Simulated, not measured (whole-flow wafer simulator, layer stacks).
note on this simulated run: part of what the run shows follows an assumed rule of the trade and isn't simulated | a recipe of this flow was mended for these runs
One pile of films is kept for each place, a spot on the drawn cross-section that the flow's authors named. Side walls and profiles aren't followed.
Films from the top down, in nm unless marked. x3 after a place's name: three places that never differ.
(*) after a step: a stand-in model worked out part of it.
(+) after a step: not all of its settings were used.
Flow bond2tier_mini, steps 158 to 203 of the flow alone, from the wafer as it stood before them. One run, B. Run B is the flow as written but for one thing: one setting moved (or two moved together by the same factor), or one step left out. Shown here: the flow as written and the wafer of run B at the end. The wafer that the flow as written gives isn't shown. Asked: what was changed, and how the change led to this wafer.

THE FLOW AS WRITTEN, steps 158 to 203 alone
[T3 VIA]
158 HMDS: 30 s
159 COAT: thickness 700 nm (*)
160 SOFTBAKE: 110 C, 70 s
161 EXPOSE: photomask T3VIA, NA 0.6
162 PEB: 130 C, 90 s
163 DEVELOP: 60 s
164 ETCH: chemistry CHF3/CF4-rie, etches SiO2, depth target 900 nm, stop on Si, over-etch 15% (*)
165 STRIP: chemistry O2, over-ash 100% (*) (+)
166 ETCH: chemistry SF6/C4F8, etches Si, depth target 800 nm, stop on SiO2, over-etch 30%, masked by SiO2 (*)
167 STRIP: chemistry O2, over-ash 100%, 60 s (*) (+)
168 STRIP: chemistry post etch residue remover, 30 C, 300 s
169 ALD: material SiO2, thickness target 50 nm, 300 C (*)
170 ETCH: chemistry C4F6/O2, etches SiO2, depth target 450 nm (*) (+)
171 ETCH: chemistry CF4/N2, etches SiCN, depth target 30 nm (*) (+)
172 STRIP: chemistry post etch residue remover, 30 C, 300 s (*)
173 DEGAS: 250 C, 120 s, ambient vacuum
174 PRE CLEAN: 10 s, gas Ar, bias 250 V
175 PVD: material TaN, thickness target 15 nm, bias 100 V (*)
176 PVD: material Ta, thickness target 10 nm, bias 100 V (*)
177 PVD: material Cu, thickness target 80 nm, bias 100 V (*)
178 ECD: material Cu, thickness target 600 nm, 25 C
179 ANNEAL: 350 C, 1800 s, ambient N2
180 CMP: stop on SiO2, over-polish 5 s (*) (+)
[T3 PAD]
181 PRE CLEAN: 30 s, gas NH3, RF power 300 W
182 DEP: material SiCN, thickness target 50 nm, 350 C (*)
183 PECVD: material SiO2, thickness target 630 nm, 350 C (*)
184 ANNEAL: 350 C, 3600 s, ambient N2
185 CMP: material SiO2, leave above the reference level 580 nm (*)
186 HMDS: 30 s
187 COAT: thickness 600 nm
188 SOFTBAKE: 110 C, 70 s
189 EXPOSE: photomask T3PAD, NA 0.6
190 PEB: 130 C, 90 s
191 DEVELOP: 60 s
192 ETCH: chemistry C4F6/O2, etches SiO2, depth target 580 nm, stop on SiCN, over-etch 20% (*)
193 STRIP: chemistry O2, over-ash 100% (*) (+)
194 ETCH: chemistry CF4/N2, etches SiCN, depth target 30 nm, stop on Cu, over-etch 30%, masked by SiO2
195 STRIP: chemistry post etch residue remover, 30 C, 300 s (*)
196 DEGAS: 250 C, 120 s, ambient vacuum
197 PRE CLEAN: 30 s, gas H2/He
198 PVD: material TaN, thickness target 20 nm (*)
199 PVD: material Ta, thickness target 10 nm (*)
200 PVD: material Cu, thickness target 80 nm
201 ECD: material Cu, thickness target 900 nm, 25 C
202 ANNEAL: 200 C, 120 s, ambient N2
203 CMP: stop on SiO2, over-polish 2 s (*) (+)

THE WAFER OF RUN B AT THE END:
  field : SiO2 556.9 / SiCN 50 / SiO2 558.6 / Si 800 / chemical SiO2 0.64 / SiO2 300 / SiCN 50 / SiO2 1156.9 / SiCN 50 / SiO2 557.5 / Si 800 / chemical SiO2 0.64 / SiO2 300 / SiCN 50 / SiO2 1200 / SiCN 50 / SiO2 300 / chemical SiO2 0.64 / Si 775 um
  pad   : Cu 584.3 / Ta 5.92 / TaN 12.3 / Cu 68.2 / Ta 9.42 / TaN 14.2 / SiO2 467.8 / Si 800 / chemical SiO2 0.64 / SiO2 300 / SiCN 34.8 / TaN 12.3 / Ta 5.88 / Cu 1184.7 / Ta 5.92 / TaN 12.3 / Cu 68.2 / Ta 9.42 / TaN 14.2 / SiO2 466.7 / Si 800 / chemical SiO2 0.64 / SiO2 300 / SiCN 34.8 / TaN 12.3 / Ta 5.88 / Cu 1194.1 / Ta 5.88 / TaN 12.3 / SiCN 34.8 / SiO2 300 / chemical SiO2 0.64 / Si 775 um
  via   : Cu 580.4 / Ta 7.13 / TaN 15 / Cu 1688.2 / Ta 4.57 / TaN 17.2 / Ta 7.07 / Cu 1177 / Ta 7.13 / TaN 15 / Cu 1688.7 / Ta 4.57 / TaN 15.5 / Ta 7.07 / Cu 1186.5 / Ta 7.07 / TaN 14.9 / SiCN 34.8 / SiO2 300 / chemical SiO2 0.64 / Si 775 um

The cause: step 174, PRE CLEAN: bias 138 V was run, where the flow has bias 250 V.

How the change led to this, step by step:
  174 PRE CLEAN: 10 s, gas Ar, bias 250 V
      field, pad: SiO2 -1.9 (as written it would be: SiO2 -3)
      via: TaN -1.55 (as written it would be: TaN -3.19)
